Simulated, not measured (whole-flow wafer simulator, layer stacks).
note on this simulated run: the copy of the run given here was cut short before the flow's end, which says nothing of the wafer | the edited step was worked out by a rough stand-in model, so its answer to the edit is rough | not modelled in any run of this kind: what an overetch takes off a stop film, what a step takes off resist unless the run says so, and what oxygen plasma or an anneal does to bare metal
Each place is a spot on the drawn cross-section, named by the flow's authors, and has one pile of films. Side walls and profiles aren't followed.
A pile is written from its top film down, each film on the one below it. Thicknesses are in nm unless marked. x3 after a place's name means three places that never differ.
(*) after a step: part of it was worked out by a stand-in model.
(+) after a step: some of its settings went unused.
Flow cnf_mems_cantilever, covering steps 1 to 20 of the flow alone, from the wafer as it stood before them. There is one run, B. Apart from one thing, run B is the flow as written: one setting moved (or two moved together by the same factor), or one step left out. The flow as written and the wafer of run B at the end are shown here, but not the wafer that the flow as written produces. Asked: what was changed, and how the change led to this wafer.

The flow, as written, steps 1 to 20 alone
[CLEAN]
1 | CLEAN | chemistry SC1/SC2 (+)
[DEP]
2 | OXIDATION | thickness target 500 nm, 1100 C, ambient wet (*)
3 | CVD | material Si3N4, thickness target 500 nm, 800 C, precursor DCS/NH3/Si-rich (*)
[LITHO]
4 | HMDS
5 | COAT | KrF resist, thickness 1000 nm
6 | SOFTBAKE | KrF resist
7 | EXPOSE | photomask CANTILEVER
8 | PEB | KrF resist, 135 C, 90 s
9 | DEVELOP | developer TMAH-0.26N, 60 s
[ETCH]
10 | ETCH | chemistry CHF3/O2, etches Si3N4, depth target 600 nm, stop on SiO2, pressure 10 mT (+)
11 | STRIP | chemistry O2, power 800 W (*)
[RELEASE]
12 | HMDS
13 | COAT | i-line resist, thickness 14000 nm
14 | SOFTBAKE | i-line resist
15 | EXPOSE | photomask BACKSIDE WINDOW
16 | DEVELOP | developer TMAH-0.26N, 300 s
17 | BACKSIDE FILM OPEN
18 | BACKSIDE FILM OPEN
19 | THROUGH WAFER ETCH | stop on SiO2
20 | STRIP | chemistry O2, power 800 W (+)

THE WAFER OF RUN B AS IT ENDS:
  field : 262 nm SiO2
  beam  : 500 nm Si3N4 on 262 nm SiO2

The reason: step 2, OXIDATION: thickness target 262 nm was run, while the flow as written has thickness target 500 nm.
One can read it off the wafer: field has SiO2 262, and step 2 as written asks for 500 nm.

The path from the change to this, step by step:
  2 | OXIDATION | thickness target 500 nm, 1100 C, ambient wet (*)
      field, beam: +262 SiO2 (new film), -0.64 chemical SiO2 (all of it), -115 Si (as written it would have been: +500 SiO2 (new film), -0.64 chemical SiO2 (all of it), -219.7 Si)
  19 | THROUGH WAFER ETCH | stop on SiO2
      field: under 1 film: -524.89 um Si (all of it) (as written it would have been: under 1 film: -524.78 um Si (all of it))
      beam: under 2 films: -524.89 um Si (all of it) (as written it would have been: under 2 films: -524.78 um Si (all of it))
